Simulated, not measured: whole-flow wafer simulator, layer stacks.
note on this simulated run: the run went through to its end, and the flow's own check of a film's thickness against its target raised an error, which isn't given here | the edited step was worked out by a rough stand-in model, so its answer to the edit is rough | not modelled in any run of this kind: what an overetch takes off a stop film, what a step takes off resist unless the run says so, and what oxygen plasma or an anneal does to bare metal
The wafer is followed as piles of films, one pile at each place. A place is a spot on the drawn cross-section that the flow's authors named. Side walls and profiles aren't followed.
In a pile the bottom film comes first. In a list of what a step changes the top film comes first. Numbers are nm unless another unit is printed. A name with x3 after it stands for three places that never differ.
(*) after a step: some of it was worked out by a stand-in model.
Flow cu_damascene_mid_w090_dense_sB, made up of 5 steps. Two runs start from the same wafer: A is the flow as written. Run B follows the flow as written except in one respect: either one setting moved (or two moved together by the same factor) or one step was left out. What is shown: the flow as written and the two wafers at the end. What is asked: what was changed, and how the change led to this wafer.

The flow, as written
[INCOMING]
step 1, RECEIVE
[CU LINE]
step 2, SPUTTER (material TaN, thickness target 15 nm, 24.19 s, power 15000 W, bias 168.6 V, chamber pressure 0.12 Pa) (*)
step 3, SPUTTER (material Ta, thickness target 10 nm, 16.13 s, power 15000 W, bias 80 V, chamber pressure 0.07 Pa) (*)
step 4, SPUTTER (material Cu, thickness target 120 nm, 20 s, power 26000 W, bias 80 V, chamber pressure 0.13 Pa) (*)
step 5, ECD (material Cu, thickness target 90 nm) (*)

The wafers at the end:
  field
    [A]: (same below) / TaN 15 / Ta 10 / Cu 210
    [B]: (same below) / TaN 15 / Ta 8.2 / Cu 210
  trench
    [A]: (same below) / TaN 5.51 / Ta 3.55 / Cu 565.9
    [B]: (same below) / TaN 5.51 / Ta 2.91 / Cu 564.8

What caused this: step 3, SPUTTER: thickness target 8.2 nm was run, though the flow has thickness target 10 nm; step 3, SPUTTER: 13.31 s was run, where the flow has 16.13 s.
The wafer lets one read it off: field has Ta 8.2, and step 3 as written asks for 10 nm.

How this came from the change, step by step:
  step 3, SPUTTER (material Ta, thickness target 10 nm, 16.13 s, power 15000 W, bias 80 V, chamber pressure 0.07 Pa) (*)
      field: A +10 Ta (new film) | B +8.2 Ta (new film)
      trench: A +3.55 Ta (new film) | B +2.91 Ta (new film)
